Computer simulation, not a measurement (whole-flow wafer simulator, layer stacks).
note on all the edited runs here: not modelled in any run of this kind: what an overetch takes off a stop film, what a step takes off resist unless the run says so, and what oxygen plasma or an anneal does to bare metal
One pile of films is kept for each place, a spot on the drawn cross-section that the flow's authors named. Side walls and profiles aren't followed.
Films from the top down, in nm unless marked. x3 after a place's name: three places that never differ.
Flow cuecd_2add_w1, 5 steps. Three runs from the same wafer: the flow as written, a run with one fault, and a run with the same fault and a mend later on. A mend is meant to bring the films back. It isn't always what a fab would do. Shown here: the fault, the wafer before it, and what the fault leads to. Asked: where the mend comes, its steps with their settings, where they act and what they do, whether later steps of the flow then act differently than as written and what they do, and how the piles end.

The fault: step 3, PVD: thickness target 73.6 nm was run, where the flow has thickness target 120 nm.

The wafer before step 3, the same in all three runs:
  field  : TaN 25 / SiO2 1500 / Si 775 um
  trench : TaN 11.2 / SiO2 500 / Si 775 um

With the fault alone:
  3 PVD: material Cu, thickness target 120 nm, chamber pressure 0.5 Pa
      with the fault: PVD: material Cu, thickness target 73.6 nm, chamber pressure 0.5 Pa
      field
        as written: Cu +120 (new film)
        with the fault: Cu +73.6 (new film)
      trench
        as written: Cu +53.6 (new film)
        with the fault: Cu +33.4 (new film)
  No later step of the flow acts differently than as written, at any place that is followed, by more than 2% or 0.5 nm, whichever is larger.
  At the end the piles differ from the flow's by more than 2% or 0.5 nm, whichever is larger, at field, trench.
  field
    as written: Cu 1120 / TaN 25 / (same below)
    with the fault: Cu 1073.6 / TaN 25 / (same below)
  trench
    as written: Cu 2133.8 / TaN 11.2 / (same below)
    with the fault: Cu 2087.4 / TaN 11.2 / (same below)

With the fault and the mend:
  The mend comes after step 3.
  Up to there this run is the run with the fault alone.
  3a ETCH: chemistry cu recess dil, depth target 84.84 nm
      field
        Cu -73.6 (all of it)
      trench
        Cu -33.4 (all of it)
  3b PVD: material Cu, thickness target 120 nm, chamber pressure 0.5 Pa (the flow's step 3 once more)
      field
        Cu +120 (new film)
      trench
        Cu +53.6 (new film)
  No later step of the flow acts differently than as written at any place that is followed.
  At the end the piles are the same as the flow's at every place that both follow.
